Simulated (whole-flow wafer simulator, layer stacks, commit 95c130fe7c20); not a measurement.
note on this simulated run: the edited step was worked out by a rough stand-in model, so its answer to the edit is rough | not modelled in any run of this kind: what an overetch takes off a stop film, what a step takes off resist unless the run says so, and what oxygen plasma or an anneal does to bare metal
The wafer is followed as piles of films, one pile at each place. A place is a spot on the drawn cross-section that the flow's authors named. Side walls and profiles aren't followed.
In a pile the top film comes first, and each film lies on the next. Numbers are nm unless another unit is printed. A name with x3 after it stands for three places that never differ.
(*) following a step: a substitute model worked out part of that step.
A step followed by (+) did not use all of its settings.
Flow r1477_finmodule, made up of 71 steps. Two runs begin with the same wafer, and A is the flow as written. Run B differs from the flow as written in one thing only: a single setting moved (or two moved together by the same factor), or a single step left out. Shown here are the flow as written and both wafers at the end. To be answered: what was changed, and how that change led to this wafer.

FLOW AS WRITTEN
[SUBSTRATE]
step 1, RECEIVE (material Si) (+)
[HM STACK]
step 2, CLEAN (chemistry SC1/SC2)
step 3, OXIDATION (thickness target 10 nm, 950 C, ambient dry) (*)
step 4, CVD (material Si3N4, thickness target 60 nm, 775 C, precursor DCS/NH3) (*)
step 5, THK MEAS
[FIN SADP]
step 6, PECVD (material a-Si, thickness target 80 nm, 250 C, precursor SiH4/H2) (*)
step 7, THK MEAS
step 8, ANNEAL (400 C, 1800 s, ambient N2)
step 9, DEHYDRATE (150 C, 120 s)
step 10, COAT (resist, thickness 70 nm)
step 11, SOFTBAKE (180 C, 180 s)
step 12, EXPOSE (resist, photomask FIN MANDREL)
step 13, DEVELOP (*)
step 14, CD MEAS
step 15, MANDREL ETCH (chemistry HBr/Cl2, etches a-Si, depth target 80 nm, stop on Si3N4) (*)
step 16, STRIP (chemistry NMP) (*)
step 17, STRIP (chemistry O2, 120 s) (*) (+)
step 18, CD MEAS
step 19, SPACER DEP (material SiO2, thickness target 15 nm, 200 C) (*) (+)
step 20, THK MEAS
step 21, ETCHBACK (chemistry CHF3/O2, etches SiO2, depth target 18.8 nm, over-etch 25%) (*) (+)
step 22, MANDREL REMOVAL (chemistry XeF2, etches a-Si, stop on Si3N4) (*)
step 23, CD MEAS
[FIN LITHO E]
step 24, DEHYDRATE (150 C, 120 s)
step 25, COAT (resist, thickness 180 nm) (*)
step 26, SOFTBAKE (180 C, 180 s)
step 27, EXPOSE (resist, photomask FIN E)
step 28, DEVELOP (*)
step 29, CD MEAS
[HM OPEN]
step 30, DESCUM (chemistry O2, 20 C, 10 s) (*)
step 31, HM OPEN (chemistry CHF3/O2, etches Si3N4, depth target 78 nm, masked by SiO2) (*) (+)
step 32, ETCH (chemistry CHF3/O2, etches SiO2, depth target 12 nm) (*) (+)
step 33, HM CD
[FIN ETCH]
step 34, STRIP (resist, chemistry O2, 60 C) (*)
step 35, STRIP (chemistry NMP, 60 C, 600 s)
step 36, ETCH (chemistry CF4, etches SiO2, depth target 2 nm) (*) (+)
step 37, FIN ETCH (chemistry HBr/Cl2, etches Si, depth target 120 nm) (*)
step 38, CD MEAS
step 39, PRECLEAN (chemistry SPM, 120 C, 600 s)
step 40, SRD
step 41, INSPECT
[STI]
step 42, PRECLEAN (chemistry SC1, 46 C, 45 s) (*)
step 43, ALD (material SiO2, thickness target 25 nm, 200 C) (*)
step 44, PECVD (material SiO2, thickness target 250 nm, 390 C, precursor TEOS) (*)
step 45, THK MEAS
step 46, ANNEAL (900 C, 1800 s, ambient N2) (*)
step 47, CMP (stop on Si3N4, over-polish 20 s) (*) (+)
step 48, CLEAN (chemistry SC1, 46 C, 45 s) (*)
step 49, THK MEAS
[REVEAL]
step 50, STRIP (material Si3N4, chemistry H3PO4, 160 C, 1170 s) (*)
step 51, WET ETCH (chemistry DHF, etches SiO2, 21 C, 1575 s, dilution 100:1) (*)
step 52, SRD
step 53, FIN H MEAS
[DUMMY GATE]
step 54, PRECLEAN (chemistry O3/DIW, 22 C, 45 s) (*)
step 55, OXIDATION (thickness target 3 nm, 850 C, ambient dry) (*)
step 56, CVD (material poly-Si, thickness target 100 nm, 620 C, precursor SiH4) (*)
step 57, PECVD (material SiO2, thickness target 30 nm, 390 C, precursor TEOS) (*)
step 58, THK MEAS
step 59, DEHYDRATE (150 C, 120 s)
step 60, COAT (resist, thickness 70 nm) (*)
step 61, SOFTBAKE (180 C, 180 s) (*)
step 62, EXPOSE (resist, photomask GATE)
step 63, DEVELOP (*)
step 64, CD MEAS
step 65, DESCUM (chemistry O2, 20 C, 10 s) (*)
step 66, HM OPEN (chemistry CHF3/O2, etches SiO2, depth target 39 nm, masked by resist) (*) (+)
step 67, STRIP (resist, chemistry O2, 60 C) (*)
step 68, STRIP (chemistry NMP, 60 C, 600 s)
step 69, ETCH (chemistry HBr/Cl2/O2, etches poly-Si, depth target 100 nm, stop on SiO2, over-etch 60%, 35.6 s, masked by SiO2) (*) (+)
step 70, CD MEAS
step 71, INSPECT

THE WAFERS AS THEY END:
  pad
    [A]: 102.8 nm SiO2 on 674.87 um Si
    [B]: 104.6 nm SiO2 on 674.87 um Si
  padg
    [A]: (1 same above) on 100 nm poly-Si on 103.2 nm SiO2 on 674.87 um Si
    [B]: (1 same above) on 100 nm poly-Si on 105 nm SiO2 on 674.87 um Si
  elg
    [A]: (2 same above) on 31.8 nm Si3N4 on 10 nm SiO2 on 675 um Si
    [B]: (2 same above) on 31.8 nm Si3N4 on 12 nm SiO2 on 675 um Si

What caused this: step 3, OXIDATION: thickness target 12 nm was run, though the flow has thickness target 10 nm.
One can read it off the wafer: elg has SiO2 12, and step 3 as written asks for 10 nm.

How this came from the change, step by step:
  step 3, OXIDATION (thickness target 10 nm, 950 C, ambient dry) (*)
      pad, padg, elg and 33 more: A SiO2 gains 10 (new film), chemical SiO2 loses 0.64 (all of it), Si loses 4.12 | B SiO2 gains 12 (new film), chemical SiO2 loses 0.64 (all of it), Si loses 5
  step 31, HM OPEN (chemistry CHF3/O2, etches Si3N4, depth target 78 nm, masked by SiO2) (*) (+)
      pad, padg, esg and 13 more: A Si3N4 loses 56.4 (all of it), SiO2 loses 10 (all of it) | B Si3N4 loses 56.4 (all of it), SiO2 loses 10.8
  step 32, ETCH (chemistry CHF3/O2, etches SiO2, depth target 12 nm) (*) (+)
      pad, padg, e40sg and 11 more: A Si loses 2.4 | B SiO2 loses 1.19 (all of it), Si loses 2.16
      esg, eso: A Si loses 1.77 | B SiO2 loses 1.19 (all of it), Si loses 2.16
      (and at 6 other places as well)
  step 47, CMP (stop on Si3N4, over-polish 20 s) (*) (+)
      pad, padg, e40sg and 11 more: A SiO2 loses 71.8 | B SiO2 loses 70
      eso: A SiO2 loses 72.4 | B SiO2 loses 70
  step 51, WET ETCH (chemistry DHF, etches SiO2, 21 C, 1575 s, dilution 100:1) (*)
      s40sg_line, s45sg_line, s50sg_line, s40so_line, s45so_line, s50so_line: A SiO2 loses 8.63 (all of it) | B SiO2 loses 10.6 (all of it)
  step 60, COAT (resist, thickness 70 nm) (*)
      s40sg, s40so: A resist gains 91 (new film) | B resist gains 89.1 (new film)
      s45sg, s45so: A resist gains 91 (new film) | B resist gains 89 (new film)
      (and at 2 other places as well)
  step 63, DEVELOP (*)
      s40so: A resist loses 91 (all of it) | B resist loses 89.1 (all of it)
      s45so: A resist loses 91 (all of it) | B resist loses 89 (all of it)
      (and at 1 other place as well)
  step 67, STRIP (resist, chemistry O2, 60 C) (*)
      s40sg: A resist loses 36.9 (all of it) | B resist loses 35 (all of it)
      s45sg: A resist loses 36.9 (all of it) | B resist loses 34.9 (all of it)
      (and at 1 other place as well)
